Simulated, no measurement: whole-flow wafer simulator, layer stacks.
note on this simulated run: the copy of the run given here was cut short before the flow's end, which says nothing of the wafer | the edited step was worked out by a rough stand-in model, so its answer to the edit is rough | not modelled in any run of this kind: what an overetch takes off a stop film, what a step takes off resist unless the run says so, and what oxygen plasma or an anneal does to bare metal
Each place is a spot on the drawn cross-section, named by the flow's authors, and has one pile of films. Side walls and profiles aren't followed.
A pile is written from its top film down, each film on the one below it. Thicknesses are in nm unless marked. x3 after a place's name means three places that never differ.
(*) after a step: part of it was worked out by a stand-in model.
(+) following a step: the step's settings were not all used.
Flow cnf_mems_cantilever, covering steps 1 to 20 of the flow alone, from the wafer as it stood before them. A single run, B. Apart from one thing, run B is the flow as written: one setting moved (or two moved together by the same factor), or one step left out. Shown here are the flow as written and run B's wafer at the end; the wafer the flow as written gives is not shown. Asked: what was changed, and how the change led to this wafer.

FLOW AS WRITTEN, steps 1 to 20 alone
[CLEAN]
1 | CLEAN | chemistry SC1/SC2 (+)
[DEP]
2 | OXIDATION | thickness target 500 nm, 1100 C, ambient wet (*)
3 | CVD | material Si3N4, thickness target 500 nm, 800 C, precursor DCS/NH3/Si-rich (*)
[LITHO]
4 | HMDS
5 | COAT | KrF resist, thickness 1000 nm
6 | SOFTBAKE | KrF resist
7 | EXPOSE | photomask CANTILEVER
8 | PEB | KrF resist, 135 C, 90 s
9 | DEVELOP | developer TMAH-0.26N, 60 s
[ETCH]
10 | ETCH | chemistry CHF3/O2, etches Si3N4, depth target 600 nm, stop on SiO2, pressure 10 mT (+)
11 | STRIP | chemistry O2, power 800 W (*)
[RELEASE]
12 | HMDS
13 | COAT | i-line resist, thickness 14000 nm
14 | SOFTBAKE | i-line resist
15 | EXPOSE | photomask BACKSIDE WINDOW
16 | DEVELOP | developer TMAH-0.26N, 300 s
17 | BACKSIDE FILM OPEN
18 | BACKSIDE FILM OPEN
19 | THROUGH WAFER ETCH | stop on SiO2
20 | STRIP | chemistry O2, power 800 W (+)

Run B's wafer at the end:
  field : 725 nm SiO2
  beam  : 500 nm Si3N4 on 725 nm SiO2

Cause: step 2, OXIDATION: thickness target 725 nm was run, whereas the flow has thickness target 500 nm.
The wafer lets one read it off: field has SiO2 725, and step 2 as written asks for 500 nm.

The path from the change to this, step by step:
  2 | OXIDATION | thickness target 500 nm, 1100 C, ambient wet (*)
      field, beam: +725 SiO2 (new film), -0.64 chemical SiO2 (all of it), -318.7 Si (in the flow as written it would be: +500 SiO2 (new film), -0.64 chemical SiO2 (all of it), -219.7 Si)
  19 | THROUGH WAFER ETCH | stop on SiO2
      field: under 1 film: -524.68 um Si (all of it) (in the flow as written it would be: under 1 film: -524.78 um Si (all of it))
      beam: under 2 films: -524.68 um Si (all of it) (in the flow as written it would be: under 2 films: -524.78 um Si (all of it))
